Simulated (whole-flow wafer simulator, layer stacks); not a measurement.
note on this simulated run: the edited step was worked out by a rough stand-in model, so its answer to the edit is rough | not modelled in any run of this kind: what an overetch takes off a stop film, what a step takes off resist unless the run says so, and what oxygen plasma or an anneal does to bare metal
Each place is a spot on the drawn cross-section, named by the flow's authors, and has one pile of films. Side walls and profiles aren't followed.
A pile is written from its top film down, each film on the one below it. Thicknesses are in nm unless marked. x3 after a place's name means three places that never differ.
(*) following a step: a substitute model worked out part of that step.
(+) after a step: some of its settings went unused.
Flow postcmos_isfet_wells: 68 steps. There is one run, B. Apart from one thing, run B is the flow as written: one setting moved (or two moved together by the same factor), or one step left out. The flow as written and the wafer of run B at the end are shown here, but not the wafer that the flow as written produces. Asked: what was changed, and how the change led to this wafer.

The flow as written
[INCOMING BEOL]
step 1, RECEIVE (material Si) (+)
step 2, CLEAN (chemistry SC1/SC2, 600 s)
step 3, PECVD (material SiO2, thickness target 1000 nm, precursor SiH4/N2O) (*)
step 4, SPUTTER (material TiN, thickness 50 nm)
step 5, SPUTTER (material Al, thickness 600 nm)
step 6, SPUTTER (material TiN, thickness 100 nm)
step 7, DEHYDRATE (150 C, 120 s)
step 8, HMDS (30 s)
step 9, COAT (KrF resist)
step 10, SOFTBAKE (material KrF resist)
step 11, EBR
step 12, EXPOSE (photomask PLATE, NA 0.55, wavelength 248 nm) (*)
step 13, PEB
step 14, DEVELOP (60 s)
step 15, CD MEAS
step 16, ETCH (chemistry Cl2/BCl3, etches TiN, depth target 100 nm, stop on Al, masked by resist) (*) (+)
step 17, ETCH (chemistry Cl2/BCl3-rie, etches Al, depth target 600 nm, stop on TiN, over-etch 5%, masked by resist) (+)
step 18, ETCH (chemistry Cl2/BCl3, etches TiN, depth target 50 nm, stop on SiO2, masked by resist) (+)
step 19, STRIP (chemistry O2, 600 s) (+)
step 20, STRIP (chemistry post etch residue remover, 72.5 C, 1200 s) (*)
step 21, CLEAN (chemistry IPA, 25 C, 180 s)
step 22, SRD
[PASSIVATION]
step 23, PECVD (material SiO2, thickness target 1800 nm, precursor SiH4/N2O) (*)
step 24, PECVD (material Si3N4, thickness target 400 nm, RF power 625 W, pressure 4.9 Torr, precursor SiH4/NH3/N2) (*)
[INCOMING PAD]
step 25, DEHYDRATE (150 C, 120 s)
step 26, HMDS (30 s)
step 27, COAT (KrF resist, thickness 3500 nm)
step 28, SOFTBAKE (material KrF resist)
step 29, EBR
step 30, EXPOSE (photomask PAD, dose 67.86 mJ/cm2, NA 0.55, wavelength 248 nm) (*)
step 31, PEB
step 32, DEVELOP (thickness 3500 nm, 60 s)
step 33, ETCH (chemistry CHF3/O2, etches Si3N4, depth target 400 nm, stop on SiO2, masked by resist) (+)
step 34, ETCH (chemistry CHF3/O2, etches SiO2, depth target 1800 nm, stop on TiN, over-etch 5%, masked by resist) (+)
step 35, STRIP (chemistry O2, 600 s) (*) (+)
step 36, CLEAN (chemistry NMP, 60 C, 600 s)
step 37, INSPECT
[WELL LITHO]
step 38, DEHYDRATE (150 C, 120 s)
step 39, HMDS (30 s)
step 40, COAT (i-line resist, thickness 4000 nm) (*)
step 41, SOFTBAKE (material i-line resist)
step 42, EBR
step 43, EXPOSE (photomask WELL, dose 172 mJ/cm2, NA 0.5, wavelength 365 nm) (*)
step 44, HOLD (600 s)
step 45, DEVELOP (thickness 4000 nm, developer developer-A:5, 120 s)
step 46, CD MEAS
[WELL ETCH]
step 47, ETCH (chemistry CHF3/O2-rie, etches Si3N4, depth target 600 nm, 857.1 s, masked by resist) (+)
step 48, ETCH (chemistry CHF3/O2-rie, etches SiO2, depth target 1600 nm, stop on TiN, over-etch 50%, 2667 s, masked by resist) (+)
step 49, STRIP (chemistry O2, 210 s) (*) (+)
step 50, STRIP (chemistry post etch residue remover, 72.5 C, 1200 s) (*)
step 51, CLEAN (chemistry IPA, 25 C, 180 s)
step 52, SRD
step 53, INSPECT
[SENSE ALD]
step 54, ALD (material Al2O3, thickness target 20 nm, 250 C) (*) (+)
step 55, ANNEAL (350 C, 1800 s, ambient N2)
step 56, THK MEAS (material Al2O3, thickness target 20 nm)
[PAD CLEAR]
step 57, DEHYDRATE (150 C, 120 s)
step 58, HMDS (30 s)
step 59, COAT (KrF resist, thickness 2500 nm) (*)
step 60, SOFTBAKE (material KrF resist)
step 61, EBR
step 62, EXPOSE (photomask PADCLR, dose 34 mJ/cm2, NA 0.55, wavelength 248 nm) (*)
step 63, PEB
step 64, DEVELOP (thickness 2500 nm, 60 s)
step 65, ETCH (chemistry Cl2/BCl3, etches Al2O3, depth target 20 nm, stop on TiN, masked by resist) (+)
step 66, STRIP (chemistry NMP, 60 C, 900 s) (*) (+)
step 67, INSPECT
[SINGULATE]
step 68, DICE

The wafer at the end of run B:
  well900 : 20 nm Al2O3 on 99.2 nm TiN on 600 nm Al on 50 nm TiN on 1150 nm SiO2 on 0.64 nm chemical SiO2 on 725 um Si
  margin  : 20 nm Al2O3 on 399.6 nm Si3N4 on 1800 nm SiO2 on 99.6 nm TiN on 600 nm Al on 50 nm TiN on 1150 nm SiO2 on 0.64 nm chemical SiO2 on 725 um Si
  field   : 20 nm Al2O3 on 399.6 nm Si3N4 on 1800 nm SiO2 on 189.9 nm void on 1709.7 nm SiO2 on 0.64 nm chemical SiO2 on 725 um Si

Cause: step 3, PECVD: thickness target 1150 nm was run, while the flow as written has thickness target 1000 nm.
The wafer itself shows it: well900 has SiO2 1150, and step 3 as written asks for 1000 nm.

The path from the change to this, step by step:
  step 3, PECVD (material SiO2, thickness target 1000 nm, precursor SiH4/N2O) (*)
      field, margin, well900, well1300 x3, pad_rim, pad_clr, pad_open: SiO2 gains 1150 (new film) (in the flow as written it would be: SiO2 gains 1000 (new film))
